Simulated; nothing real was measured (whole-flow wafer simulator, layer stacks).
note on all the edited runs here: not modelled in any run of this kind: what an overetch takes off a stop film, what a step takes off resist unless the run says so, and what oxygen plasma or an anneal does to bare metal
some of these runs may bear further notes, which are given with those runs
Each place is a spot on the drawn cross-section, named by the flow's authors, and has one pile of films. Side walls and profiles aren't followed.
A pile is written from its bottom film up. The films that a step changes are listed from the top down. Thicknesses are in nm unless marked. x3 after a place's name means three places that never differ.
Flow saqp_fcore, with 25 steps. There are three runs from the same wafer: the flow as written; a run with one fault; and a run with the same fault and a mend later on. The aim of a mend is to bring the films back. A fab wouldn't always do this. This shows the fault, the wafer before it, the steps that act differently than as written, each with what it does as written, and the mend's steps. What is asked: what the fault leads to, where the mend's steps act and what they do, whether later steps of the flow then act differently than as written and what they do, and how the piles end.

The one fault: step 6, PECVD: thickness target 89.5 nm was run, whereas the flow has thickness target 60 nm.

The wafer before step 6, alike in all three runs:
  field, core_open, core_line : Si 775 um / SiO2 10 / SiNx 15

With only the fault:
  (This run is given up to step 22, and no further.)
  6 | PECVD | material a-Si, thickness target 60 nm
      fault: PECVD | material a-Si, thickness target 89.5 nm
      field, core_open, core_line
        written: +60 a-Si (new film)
        fault: +89.5 a-Si (new film)
  None of the later steps of the flow up to step 22 acts differently than as written at any place that is followed.
  After step 22, at field, core_open, core_line, the piles differ from the flow's by more than 2% or 0.5 nm, whichever is larger.
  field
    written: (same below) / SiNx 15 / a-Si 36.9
    fault: (same below) / SiNx 15 / a-Si 66.4
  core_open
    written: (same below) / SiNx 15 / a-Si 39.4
    fault: (same below) / SiNx 15 / a-Si 68.9
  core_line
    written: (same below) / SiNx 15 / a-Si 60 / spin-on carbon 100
    fault: (same below) / SiNx 15 / a-Si 89.5 / spin-on carbon 100

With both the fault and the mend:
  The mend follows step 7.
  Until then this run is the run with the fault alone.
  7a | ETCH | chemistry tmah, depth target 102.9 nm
      field, core_open, core_line
        -89.5 a-Si (all of it)
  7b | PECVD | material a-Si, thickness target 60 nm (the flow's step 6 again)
      field, core_open, core_line
        +60 a-Si (new film)
  None of the later steps of the flow acts differently than as written at any place that is followed.
  The piles end the same as the flow's at every place that both follow.
